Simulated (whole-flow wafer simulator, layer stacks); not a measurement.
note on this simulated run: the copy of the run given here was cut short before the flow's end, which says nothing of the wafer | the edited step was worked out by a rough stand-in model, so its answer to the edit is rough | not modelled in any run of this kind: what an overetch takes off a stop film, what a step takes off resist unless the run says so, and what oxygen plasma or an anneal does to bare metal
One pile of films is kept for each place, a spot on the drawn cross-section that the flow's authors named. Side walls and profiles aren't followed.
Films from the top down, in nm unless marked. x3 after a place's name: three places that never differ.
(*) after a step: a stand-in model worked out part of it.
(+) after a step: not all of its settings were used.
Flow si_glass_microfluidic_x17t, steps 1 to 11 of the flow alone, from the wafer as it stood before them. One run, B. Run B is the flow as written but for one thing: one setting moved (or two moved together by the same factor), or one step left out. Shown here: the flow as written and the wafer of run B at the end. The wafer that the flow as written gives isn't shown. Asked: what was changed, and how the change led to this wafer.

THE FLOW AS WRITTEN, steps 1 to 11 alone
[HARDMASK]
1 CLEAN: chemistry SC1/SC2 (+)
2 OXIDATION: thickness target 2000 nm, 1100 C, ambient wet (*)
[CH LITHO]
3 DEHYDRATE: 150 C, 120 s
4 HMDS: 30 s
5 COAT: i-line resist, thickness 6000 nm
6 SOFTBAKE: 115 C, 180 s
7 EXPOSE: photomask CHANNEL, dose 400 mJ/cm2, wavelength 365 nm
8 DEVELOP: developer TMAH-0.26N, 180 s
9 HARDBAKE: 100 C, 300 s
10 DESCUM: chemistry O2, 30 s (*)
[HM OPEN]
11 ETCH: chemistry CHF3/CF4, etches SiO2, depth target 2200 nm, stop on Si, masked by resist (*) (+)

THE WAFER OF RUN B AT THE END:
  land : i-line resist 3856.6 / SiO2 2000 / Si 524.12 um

The cause: step 11, ETCH: depth target 2530 nm was run, where the flow has depth target 2200 nm.

How the change led to this, step by step:
  11 ETCH: chemistry CHF3/CF4, etches SiO2, depth target 2200 nm, stop on Si, masked by resist (*) (+)
      land: i-line resist -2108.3 (as written it would be: i-line resist -1833.3)
